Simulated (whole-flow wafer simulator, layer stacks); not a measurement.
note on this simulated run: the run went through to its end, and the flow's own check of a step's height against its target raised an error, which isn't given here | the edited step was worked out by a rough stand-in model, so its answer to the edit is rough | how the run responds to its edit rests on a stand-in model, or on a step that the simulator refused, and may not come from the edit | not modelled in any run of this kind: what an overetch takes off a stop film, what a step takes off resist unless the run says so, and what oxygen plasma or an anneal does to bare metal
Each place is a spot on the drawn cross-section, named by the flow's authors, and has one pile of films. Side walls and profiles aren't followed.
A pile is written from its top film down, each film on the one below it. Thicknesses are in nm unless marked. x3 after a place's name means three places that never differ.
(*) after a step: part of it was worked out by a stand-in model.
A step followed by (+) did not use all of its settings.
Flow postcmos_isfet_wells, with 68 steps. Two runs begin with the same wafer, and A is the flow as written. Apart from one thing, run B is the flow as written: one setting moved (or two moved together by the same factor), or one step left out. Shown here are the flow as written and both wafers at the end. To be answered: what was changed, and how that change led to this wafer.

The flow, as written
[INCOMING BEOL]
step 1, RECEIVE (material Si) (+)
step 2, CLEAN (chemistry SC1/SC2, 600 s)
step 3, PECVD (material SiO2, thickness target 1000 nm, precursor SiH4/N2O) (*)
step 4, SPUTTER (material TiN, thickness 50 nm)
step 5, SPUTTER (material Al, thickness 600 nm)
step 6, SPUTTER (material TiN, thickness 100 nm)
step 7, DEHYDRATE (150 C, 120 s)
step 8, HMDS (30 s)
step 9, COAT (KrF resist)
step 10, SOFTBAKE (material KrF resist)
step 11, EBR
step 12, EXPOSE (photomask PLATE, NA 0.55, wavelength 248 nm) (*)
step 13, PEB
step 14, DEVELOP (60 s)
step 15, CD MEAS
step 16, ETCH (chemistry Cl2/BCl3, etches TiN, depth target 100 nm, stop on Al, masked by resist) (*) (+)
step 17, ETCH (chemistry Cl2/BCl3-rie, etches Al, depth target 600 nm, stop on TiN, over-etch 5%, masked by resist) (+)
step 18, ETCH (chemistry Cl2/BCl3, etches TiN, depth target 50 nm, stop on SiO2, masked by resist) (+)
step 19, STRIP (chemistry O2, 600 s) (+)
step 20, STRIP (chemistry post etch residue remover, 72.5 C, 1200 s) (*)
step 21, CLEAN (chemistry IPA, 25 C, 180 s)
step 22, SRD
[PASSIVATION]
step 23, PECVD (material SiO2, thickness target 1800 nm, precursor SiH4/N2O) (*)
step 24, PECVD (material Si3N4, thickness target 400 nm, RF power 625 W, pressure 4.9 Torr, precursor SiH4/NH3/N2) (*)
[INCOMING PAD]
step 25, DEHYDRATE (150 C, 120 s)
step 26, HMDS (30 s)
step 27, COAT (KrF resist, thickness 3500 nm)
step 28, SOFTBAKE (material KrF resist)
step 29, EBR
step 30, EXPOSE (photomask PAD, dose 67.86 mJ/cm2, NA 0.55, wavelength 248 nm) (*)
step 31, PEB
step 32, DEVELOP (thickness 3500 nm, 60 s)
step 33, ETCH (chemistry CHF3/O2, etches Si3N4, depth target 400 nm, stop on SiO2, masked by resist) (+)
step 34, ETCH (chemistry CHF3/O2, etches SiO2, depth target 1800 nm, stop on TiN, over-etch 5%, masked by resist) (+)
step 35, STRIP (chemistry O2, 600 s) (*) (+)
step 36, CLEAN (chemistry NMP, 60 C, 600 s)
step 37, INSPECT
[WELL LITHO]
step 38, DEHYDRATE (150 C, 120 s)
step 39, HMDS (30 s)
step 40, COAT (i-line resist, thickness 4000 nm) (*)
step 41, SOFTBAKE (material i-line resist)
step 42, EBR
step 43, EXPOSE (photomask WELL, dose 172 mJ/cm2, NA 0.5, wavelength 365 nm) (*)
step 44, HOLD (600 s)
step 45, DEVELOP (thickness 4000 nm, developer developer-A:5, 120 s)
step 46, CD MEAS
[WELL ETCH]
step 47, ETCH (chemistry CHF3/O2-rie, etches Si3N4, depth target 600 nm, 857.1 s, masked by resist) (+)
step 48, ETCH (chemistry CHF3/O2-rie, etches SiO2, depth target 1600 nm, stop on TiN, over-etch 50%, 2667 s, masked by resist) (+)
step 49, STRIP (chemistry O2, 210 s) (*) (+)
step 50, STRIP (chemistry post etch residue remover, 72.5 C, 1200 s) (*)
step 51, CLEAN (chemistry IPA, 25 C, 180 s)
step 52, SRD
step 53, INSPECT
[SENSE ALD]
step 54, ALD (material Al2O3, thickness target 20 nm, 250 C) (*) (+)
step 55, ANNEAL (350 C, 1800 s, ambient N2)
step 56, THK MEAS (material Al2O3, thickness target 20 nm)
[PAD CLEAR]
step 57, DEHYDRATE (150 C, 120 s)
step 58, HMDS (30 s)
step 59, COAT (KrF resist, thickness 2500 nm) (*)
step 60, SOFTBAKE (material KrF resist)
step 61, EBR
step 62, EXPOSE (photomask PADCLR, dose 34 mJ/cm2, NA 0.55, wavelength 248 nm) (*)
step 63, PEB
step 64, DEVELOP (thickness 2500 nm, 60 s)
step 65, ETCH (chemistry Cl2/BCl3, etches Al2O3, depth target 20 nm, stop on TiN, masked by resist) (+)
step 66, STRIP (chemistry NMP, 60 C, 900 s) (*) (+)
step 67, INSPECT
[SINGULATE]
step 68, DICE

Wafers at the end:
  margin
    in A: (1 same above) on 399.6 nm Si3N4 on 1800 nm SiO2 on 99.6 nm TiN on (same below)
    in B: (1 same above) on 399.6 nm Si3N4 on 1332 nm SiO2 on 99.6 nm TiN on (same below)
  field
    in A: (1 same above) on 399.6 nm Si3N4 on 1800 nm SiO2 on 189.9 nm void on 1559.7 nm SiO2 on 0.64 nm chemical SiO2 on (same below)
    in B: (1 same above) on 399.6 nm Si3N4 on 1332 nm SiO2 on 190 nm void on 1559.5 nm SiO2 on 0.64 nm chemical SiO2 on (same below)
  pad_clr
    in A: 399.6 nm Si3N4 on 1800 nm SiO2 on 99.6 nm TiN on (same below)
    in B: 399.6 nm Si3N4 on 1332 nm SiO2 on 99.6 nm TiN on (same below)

The reason: step 23, PECVD: thickness target 1332 nm was run, while the flow as written has thickness target 1800 nm.
The wafer itself shows it: margin has SiO2 1332, and step 23 as written asks for 1800 nm.

How this came from the change, step by step:
  step 23, PECVD (material SiO2, thickness target 1800 nm, precursor SiH4/N2O) (*)
      margin, well900, well1300 x3, pad_rim, pad_clr, pad_open: A +1800 SiO2 (new film) | B +1332 SiO2 (new film)
      field: A +1800 SiO2 (new film), +189.9 void (new film), +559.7 SiO2 | B +1332 SiO2 (new film), +190 void (new film), +559.5 SiO2
  step 34, ETCH (chemistry CHF3/O2, etches SiO2, depth target 1800 nm, stop on TiN, over-etch 5%, masked by resist) (+)
      field, margin, well900, well1300 x3, pad_rim, pad_clr: A -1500 KrF resist | B -1165.5 KrF resist
      pad_open: A -1800 SiO2 (all of it) | B -1332 SiO2 (all of it)
  step 35, STRIP (chemistry O2, 600 s) (*) (+)
      field, margin, well900, well1300 x3, pad_rim, pad_clr: A -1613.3 KrF resist (all of it) | B -1947.8 KrF resist (all of it)
  step 40, COAT (i-line resist, thickness 4000 nm) (*)
      pad_clr: A +3256.8 i-line resist (new film) | B +3404.8 i-line resist (new film)
      pad_open: A +4804.7 i-line resist (new film) | B +4636.1 i-line resist (new film)
  step 41, SOFTBAKE (material i-line resist)
      pad_clr: A -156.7 i-line resist | B -111.7 i-line resist
      pad_open: A +115.3 i-line resist | B +93.8 i-line resist
  step 48, ETCH (chemistry CHF3/O2-rie, etches SiO2, depth target 1600 nm, stop on TiN, over-etch 50%, 2667 s, masked by resist) (+)
      well900, well1300 x3: A -1600 SiO2 (all of it) | B -1132 SiO2 (all of it)
  step 49, STRIP (chemistry O2, 210 s) (*) (+)
      pad_clr: A -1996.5 i-line resist (all of it) | B -2189.4 i-line resist (all of it)
      pad_open: A -3816.3 i-line resist (all of it) | B -3626.2 i-line resist (all of it)
  step 59, COAT (KrF resist, thickness 2500 nm) (*)
      field: A +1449 KrF resist (new film) | B +1672.6 KrF resist (new film)
      margin: A +1448.9 KrF resist (new film) | B +1672.5 KrF resist (new film)
      (also at 3 further places)
  step 60, SOFTBAKE (material KrF resist)
      pad_clr: A -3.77 KrF resist | B -3.06 KrF resist
  step 63, PEB
      field, margin: A -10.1 KrF resist | B -11.7 KrF resist
      pad_rim: A -13.9 KrF resist | B -14.7 KrF resist
      (also at 2 further places)
  step 64, DEVELOP (thickness 2500 nm, 60 s)
      pad_clr: A -1676 KrF resist (all of it) | B -1834.1 KrF resist (all of it)
      pad_open: A -3045.1 KrF resist (all of it) | B -2927.9 KrF resist (all of it)
  step 66, STRIP (chemistry NMP, 60 C, 900 s) (*) (+)
      field: A -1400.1 KrF resist (all of it) | B -1622.1 KrF resist (all of it)
      margin: A -1400.1 KrF resist (all of it) | B -1622 KrF resist (all of it)
      (also at 1 further place)
